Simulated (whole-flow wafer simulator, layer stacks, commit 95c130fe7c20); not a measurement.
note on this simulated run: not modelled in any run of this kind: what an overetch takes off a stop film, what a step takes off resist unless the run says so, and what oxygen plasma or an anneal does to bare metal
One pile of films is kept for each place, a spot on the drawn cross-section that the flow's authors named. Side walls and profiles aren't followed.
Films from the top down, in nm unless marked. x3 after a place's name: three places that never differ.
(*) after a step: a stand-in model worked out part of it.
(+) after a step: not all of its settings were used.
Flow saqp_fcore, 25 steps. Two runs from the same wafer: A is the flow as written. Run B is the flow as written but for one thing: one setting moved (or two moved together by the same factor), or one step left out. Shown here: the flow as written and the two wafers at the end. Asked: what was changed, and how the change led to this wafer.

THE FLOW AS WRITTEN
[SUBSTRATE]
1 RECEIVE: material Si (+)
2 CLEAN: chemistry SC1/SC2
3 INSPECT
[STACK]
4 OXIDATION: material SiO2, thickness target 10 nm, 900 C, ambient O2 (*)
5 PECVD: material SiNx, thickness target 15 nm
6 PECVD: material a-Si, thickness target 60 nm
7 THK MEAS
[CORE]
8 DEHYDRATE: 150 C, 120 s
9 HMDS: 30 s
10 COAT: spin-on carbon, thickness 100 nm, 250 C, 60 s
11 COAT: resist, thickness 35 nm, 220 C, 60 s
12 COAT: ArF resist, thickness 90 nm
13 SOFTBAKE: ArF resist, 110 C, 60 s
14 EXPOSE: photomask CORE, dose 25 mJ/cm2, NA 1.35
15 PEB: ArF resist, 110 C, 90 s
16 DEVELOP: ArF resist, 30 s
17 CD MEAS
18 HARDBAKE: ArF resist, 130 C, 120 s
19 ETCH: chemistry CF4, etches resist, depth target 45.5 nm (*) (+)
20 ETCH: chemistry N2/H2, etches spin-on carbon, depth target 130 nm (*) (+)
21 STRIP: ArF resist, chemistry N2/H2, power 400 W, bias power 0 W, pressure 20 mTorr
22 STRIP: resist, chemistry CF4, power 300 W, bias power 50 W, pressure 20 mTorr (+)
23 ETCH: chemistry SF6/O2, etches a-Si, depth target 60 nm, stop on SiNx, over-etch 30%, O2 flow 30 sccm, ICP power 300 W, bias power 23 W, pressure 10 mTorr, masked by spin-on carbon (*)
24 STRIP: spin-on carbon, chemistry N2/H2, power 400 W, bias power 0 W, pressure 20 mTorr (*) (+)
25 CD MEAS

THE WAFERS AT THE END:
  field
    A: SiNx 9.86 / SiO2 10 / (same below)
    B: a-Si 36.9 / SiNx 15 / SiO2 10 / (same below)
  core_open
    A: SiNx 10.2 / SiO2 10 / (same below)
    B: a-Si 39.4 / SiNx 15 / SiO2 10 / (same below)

The cause: step 23, ETCH: chemistry SF6/O2, etches a-Si, depth target 60 nm, stop on SiNx, over-etch 30%, O2 flow 30 sccm, ICP power 300 W, bias power 23 W, pressure 10 mTorr, masked by spin-on carbon (*), was left out.

How the change led to this, step by step:
  24 STRIP: spin-on carbon, chemistry N2/H2, power 400 W, bias power 0 W, pressure 20 mTorr (*) (+)
      core_line: A spin-on carbon -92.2 (all of it) | B spin-on carbon -100 (all of it)
